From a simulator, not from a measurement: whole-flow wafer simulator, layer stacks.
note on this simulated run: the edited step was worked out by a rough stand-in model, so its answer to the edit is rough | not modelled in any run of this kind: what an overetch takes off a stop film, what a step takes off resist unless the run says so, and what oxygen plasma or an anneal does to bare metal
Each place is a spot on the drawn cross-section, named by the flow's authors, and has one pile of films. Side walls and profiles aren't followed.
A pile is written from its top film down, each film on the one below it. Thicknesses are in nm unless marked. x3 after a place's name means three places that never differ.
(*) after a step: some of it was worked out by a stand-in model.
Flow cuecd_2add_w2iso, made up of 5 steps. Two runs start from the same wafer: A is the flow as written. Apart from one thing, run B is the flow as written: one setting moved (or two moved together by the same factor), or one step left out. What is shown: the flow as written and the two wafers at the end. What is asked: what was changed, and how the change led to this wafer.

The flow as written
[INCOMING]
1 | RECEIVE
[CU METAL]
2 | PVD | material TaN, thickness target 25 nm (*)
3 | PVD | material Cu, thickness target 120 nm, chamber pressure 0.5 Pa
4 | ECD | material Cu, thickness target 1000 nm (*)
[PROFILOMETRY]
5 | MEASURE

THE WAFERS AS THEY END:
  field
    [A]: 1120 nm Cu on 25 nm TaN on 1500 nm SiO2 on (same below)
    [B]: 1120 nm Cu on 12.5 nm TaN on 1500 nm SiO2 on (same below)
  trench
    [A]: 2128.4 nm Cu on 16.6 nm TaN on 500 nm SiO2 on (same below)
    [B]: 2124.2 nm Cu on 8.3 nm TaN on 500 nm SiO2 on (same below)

The reason: step 2, PVD: thickness target 12.5 nm was run, though the flow has thickness target 25 nm.
The wafer lets one read it off: field has TaN 12.5, and step 2 as written asks for 25 nm.

How this came from the change, step by step:
  2 | PVD | material TaN, thickness target 25 nm (*)
      field: A +25 TaN (new film) | B +12.5 TaN (new film)
      trench: A +16.6 TaN (new film) | B +8.3 TaN (new film)
